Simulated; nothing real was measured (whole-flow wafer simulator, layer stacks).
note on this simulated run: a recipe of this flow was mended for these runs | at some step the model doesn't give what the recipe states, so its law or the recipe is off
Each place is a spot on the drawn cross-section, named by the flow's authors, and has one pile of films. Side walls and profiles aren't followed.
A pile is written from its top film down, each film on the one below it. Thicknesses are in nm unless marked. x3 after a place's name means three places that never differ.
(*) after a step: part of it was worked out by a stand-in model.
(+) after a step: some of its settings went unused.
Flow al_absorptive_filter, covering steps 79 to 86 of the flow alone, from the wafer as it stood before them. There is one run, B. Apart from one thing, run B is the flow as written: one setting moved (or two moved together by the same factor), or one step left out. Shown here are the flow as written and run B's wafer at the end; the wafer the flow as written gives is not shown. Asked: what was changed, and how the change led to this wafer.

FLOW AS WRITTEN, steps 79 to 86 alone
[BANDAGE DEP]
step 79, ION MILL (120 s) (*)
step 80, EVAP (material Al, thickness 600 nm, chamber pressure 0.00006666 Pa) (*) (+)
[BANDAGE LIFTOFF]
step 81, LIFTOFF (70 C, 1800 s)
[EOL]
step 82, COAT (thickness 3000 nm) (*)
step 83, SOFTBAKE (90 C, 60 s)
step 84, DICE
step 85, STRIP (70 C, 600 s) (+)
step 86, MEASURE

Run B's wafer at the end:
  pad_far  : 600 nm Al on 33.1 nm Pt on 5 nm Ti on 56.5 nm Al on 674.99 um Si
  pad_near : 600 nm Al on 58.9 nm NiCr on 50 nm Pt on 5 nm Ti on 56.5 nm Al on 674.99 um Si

The reason: step 79, ION MILL: 138 s was run, whereas the flow has 120 s.

The path from the change to this, step by step:
  step 79, ION MILL (120 s) (*)
      gnd, ledge, res and 9 more: -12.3 i-line-resist (in the flow as written it would be: -10.7 i-line-resist)
      pad_far: -16.9 Pt (in the flow as written it would be: -14.7 Pt)
      (as well as at 1 more place)
